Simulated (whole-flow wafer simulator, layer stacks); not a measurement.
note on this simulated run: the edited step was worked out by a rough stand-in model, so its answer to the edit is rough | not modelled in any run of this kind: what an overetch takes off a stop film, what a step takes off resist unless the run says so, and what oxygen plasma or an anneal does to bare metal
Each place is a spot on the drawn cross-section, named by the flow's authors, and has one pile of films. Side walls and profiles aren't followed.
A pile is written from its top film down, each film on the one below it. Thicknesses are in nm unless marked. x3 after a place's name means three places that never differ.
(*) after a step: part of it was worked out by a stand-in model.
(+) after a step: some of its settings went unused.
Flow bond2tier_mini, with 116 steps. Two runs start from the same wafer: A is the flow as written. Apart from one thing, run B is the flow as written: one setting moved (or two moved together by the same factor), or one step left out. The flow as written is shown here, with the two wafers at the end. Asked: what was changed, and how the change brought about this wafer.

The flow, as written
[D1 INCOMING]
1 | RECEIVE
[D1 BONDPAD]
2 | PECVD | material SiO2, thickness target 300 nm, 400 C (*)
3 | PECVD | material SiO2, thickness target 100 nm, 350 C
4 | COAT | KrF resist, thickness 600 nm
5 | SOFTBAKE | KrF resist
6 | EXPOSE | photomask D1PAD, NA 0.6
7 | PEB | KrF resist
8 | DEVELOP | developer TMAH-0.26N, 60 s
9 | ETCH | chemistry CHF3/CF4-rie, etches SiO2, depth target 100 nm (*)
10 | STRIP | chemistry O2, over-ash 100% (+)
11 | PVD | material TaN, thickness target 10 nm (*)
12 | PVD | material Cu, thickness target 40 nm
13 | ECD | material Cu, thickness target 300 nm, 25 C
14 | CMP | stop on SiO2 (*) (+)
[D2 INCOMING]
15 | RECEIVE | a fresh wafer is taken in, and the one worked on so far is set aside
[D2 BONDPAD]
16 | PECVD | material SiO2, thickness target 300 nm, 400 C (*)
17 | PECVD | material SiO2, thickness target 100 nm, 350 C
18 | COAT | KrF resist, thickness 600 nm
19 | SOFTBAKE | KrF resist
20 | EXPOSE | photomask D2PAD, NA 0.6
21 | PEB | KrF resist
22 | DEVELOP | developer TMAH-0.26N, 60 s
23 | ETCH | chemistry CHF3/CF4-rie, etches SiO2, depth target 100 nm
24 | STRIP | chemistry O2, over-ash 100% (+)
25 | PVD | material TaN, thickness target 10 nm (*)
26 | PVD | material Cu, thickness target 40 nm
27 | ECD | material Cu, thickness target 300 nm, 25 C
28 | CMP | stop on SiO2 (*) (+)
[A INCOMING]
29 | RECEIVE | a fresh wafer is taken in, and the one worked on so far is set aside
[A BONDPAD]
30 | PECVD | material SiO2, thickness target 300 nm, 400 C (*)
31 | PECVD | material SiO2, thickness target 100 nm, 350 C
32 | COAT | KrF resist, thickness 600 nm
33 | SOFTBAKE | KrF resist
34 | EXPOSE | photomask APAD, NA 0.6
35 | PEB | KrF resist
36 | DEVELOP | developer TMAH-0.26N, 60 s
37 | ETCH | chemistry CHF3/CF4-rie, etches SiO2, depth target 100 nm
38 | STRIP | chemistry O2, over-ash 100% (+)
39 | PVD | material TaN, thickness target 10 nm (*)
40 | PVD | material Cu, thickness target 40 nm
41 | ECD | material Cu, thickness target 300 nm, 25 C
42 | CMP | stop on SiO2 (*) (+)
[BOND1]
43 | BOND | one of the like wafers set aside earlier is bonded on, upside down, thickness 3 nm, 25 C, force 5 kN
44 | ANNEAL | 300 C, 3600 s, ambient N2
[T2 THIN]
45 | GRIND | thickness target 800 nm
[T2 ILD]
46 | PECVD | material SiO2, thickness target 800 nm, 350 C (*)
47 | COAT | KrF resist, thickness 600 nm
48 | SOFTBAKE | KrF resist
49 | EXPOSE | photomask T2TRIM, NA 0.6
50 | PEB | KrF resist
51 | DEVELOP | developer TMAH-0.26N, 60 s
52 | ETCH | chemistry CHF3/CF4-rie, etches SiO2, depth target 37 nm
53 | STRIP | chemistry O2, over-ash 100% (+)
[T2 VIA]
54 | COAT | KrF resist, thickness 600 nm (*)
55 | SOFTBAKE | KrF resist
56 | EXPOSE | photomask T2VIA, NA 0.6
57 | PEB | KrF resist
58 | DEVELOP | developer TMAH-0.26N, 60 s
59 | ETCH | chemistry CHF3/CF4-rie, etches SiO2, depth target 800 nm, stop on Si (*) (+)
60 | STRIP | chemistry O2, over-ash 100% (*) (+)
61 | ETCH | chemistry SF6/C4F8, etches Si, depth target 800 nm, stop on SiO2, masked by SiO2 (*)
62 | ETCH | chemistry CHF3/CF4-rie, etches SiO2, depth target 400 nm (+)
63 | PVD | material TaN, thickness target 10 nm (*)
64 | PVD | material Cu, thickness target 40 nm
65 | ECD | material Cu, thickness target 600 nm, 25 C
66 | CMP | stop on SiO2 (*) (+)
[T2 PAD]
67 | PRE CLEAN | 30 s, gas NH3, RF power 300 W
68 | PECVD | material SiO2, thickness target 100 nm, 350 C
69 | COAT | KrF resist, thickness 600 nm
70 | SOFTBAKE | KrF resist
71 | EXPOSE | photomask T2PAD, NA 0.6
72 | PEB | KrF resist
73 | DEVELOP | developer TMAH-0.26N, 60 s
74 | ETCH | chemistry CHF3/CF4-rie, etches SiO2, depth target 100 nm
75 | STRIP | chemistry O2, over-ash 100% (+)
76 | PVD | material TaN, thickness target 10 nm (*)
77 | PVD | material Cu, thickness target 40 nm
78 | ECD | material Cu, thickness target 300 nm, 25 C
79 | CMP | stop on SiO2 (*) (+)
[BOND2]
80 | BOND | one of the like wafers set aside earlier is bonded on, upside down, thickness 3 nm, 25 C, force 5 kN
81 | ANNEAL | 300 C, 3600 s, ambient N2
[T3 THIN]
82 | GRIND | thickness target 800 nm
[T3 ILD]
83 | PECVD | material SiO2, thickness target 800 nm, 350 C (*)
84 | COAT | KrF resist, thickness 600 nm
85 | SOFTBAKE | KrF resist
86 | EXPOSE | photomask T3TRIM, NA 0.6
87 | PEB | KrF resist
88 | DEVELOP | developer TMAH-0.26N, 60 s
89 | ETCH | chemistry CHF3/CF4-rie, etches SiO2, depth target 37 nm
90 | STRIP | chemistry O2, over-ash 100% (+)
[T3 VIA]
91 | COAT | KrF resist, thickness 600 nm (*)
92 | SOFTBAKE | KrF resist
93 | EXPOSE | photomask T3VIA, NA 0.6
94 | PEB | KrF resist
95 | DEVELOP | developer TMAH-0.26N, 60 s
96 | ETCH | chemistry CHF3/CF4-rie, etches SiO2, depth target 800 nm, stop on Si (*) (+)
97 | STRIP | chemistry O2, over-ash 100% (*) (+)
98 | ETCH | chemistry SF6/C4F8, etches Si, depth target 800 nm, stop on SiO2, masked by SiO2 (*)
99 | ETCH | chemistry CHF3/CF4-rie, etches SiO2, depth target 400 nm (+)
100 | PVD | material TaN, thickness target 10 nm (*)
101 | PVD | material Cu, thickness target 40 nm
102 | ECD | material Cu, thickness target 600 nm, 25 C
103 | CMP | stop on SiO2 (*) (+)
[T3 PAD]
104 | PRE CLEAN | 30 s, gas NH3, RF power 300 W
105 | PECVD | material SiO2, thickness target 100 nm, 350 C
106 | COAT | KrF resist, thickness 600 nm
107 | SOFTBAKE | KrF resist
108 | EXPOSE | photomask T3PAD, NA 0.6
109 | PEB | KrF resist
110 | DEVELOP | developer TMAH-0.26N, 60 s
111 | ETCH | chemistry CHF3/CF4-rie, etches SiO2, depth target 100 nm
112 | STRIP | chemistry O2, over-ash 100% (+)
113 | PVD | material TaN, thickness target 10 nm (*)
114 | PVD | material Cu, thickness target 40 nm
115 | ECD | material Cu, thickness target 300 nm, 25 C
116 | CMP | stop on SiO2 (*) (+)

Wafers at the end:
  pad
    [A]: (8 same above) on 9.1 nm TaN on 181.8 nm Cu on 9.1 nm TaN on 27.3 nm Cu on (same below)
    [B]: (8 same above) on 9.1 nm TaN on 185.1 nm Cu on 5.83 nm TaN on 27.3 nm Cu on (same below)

What caused this: step 76, PVD: thickness target 6.4 nm was run, though the flow has thickness target 10 nm.

The path from the change to this, step by step:
  76 | PVD | material TaN, thickness target 10 nm (*)
      field: A +10 TaN (new film) | B +6.4 TaN (new film)
      pad: A +9.1 TaN (new film) | B +5.83 TaN (new film)
  79 | CMP | stop on SiO2 (*) (+)
      field: A -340 Cu (all of it), -10 TaN (all of it) | B -340 Cu (all of it), -6.4 TaN (all of it)
